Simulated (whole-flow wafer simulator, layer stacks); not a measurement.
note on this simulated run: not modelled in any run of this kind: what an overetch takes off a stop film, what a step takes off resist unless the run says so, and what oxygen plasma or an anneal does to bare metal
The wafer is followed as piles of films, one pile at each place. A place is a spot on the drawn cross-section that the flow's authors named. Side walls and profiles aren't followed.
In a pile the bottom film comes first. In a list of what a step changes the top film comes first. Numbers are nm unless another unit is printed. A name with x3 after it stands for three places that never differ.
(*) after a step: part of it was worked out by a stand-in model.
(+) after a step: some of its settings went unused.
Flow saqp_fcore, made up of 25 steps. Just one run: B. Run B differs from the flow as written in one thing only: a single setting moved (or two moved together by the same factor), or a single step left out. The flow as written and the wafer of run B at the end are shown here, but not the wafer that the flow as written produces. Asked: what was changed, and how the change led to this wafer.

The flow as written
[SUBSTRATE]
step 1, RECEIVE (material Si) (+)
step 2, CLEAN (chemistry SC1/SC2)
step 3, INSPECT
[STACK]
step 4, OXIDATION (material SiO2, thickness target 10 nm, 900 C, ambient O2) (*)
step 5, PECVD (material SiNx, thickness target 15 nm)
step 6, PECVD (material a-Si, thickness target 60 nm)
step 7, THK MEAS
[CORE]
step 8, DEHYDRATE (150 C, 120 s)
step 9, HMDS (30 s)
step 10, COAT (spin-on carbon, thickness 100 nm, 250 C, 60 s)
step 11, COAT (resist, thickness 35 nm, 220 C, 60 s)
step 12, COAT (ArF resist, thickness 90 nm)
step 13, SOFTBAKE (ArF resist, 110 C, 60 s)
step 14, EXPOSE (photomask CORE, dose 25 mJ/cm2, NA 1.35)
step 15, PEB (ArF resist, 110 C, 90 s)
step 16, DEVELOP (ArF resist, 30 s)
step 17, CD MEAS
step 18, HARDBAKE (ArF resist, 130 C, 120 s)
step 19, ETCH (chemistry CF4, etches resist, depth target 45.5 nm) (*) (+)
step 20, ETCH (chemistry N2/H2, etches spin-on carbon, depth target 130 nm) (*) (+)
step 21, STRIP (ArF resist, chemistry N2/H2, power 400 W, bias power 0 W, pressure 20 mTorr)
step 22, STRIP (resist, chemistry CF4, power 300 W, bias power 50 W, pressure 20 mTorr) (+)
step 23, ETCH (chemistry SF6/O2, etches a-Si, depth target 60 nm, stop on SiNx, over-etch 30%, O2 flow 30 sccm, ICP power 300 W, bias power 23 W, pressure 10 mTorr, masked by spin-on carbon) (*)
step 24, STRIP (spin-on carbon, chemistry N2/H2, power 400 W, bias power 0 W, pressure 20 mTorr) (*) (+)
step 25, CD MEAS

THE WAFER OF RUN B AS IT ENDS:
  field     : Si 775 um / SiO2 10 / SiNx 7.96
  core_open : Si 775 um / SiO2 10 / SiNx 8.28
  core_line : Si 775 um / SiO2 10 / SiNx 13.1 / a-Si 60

Cause: step 5, PECVD: thickness target 13.1 nm was run, though the flow has thickness target 15 nm.
The wafer lets one read it off: core_line has SiNx 13.1, and step 5 as written asks for 15 nm.

The path from the change to this, step by step:
  step 5, PECVD (material SiNx, thickness target 15 nm)
      field, core_open, core_line: +13.1 SiNx (new film) (as written it would have been: +15 SiNx (new film))
